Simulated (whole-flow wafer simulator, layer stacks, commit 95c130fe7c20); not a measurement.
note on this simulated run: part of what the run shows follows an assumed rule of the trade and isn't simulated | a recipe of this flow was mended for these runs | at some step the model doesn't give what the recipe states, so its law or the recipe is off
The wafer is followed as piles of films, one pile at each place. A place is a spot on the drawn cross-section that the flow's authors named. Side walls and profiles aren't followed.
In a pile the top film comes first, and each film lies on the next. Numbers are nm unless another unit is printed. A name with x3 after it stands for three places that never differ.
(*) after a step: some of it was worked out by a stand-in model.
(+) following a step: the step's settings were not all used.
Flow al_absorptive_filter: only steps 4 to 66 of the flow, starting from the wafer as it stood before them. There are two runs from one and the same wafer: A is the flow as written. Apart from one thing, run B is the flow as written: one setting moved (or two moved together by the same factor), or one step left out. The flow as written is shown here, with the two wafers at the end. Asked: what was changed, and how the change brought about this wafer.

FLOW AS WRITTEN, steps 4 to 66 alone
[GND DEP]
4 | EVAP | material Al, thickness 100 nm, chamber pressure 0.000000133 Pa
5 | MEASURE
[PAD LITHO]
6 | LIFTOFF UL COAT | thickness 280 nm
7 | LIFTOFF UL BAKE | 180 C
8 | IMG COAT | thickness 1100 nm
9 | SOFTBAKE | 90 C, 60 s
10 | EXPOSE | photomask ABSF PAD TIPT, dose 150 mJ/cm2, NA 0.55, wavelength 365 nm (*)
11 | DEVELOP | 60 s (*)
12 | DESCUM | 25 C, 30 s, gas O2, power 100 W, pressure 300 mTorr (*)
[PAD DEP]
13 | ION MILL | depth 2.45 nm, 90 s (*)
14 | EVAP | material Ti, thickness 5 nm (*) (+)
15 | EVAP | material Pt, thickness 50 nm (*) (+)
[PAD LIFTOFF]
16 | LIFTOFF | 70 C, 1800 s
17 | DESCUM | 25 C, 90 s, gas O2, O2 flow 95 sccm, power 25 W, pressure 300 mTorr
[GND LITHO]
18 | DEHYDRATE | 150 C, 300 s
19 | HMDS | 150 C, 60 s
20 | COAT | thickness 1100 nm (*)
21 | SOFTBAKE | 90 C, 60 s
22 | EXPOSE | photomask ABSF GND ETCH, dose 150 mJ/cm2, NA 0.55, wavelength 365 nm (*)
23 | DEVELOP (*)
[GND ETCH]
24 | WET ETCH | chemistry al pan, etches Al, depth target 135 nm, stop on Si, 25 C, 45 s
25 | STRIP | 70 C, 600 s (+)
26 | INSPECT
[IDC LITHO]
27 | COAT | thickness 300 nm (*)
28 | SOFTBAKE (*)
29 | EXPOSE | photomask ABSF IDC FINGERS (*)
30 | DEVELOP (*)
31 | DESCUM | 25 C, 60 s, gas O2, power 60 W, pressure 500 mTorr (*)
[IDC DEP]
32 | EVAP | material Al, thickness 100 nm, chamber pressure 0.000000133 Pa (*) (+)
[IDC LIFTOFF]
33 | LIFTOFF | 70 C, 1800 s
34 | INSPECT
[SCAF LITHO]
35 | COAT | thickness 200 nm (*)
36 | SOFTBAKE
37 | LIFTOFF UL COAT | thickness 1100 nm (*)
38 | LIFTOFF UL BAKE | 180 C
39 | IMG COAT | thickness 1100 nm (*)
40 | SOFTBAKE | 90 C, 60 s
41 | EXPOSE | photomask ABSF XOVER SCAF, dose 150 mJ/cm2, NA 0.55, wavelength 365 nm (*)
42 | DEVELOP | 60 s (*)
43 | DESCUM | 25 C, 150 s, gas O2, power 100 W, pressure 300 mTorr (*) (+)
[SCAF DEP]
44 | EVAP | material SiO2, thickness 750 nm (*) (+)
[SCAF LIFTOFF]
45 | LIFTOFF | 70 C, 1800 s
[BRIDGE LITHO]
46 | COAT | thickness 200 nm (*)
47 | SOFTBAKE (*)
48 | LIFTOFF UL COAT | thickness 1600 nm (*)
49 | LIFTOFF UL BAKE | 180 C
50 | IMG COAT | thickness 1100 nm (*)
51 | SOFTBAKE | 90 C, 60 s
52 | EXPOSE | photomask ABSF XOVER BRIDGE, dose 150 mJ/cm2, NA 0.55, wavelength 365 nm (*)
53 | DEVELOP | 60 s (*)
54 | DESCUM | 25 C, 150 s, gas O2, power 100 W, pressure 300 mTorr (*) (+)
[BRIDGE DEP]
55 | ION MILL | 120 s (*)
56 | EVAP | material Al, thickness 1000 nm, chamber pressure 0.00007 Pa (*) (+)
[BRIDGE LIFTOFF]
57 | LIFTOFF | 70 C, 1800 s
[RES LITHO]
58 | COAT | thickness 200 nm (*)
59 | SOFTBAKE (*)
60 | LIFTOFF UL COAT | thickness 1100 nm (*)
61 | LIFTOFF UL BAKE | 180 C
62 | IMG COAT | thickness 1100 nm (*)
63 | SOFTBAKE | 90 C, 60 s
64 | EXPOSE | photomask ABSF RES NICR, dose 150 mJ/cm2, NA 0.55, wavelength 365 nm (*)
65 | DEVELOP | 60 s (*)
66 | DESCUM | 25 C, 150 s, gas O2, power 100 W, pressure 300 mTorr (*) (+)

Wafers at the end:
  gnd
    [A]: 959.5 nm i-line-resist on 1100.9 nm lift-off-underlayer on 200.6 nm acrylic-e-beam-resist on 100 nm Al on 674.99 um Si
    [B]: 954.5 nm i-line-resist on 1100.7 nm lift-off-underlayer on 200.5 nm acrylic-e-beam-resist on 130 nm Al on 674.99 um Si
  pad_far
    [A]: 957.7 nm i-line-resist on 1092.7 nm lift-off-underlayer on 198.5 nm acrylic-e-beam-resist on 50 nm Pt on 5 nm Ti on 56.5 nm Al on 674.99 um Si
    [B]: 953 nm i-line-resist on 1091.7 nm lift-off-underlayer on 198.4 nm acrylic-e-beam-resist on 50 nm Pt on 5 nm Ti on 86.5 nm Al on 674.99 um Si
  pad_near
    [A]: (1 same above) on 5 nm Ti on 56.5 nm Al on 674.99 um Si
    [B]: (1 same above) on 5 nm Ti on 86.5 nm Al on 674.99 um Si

What caused this: step 4, EVAP: thickness 130 nm was run, whereas the flow has thickness 100 nm.
One can read it off the wafer: gnd has Al 130, and step 4 as written asks for 100 nm.

How this came from the change, step by step:
  4 | EVAP | material Al, thickness 100 nm, chamber pressure 0.000000133 Pa
      gnd, pad_far, pad_near and 11 more: A Al gains 100 (new film) | B Al gains 130 (new film)
  24 | WET ETCH | chemistry al pan, etches Al, depth target 135 nm, stop on Si, 25 C, 45 s
      res, xl_gap, idc_field, idc_line, idc_space: A Al loses 86.7 (all of it) | B Al loses 116.7 (all of it)
  27 | COAT | thickness 300 nm (*)
      ledge: A e-beam-resist gains 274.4 (new film) | B e-beam-resist gains 265.6 (new film)
      res: A e-beam-resist gains 349.6 (new film) | B e-beam-resist gains 363.5 (new film)
      (also at 1 further place)
  33 | LIFTOFF | 70 C, 1800 s
      ledge: A Al loses 100 (all of it), e-beam-resist loses 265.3 (all of it) | B Al loses 100 (all of it), e-beam-resist loses 256.6 (all of it)
      res: A Al loses 100 (all of it), e-beam-resist loses 340.6 (all of it) | B Al loses 100 (all of it), e-beam-resist loses 354.5 (all of it)
      (also at 1 further place)
  35 | COAT | thickness 200 nm (*)
      ledge: A acrylic-e-beam-resist gains 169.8 (new film) | B acrylic-e-beam-resist gains 160.2 (new film)
      res: A acrylic-e-beam-resist gains 231.4 (new film) | B acrylic-e-beam-resist gains 239.3 (new film)
      (also at 2 further places)
  43 | DESCUM | 25 C, 150 s, gas O2, power 100 W, pressure 300 mTorr (*) (+)
      gnd, pad_far, pad_near and 7 more: A i-line-resist loses 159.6 | B i-line-resist loses 171
      xl_gap: A acrylic-e-beam-resist loses 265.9 (all of it) | B acrylic-e-beam-resist loses 285 (all of it)
      (also at 1 further place)
  45 | LIFTOFF | 70 C, 1800 s
      ledge: A SiO2 loses 750 (all of it), i-line-resist loses 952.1 (all of it), lift-off-underlayer loses 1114 (all of it), acrylic-e-beam-resist loses 169.8 (all of it) | B SiO2 loses 750 (all of it), i-line-resist loses 944.8 (all of it), lift-off-underlayer loses 1117.3 (all of it), acrylic-e-beam-resist loses 160.2 (all of it)
      res: A SiO2 loses 750 (all of it), i-line-resist loses 956.3 (all of it), lift-off-underlayer loses 1148.2 (all of it), acrylic-e-beam-resist loses 231.4 (all of it) | B SiO2 loses 750 (all of it), i-line-resist loses 950 (all of it), lift-off-underlayer loses 1163.1 (all of it), acrylic-e-beam-resist loses 239.3 (all of it)
  46 | COAT | thickness 200 nm (*)
      ledge: A acrylic-e-beam-resist gains 169.8 (new film) | B acrylic-e-beam-resist gains 160.2 (new film)
      res: A acrylic-e-beam-resist gains 231.4 (new film) | B acrylic-e-beam-resist gains 239.3 (new film)
      (also at 2 further places)
  54 | DESCUM | 25 C, 150 s, gas O2, power 100 W, pressure 300 mTorr (*) (+)
      xl_gap: A acrylic-e-beam-resist loses 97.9 (all of it) | B acrylic-e-beam-resist loses 111.1 (all of it)
      xl_turn: A acrylic-e-beam-resist loses 141.8 (all of it) | B acrylic-e-beam-resist loses 137.3 (all of it)
  57 | LIFTOFF | 70 C, 1800 s
      ledge: A Al loses 1000 (all of it), i-line-resist loses 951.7 (all of it), lift-off-underlayer loses 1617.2 (all of it), acrylic-e-beam-resist loses 169.8 (all of it) | B Al loses 1000 (all of it), i-line-resist loses 955.1 (all of it), lift-off-underlayer loses 1621.6 (all of it), acrylic-e-beam-resist loses 160.2 (all of it)
      res: A Al loses 1000 (all of it), i-line-resist loses 954.3 (all of it), lift-off-underlayer loses 1653.2 (all of it), acrylic-e-beam-resist loses 231.4 (all of it) | B Al loses 1000 (all of it), i-line-resist loses 958.3 (all of it), lift-off-underlayer loses 1669.6 (all of it), acrylic-e-beam-resist loses 239.3 (all of it)
  58 | COAT | thickness 200 nm (*)
      ledge: A acrylic-e-beam-resist gains 169.8 (new film) | B acrylic-e-beam-resist gains 160.2 (new film)
      res: A acrylic-e-beam-resist gains 231.4 (new film) | B acrylic-e-beam-resist gains 239.3 (new film)
      (also at 2 further places)
  66 | DESCUM | 25 C, 150 s, gas O2, power 100 W, pressure 300 mTorr (*) (+)
      gnd, pad_far, xa_field and 8 more: A i-line-resist loses 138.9 | B i-line-resist loses 143.6
      ledge: A acrylic-e-beam-resist loses 169.8 (all of it) | B acrylic-e-beam-resist loses 160.2 (all of it)
      (also at 1 further place)
